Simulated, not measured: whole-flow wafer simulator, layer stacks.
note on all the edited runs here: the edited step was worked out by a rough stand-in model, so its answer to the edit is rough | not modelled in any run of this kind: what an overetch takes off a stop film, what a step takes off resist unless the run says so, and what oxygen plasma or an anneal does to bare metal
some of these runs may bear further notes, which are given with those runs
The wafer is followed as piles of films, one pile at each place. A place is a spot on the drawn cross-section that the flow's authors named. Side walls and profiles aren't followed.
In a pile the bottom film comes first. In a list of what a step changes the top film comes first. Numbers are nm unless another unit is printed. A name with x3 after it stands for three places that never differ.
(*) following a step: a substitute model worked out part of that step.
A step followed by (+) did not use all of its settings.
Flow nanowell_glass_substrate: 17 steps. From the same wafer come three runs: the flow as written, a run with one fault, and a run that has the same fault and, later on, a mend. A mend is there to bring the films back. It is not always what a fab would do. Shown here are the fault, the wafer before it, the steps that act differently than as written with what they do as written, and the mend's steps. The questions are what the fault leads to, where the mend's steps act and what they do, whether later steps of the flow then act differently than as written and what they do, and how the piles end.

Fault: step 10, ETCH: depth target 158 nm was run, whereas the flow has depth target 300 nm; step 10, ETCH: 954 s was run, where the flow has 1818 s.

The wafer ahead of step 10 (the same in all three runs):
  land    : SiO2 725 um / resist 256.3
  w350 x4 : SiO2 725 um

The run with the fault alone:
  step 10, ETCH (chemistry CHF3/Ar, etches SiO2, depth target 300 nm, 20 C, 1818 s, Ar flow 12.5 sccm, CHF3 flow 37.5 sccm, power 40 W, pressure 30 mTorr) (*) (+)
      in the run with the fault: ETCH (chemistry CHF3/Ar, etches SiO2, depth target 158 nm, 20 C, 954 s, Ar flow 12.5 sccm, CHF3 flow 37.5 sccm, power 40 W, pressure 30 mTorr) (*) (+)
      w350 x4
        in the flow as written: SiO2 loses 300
        in the run with the fault: SiO2 loses 158
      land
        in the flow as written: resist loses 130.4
        in the run with the fault: resist loses 68.7
  Later steps of the flow acting differently than as written:
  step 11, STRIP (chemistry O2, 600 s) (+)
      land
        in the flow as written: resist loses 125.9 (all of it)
        in the run with the fault: resist loses 187.6 (all of it)
  At the end the piles are close to the flow's at the places that both follow, differing by at most 2% or 0.5 nm, whichever is larger.

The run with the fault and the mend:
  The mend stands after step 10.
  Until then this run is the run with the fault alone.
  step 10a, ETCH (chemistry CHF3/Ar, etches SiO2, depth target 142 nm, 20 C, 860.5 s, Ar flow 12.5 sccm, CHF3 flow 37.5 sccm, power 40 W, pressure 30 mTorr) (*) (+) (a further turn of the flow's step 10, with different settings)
      w350 x4
        SiO2 loses 142
      land
        resist loses 61.7
  Later steps of the flow that are run all act as written at every place that is followed.
  At every place that both follow, the piles at the end match the flow's.
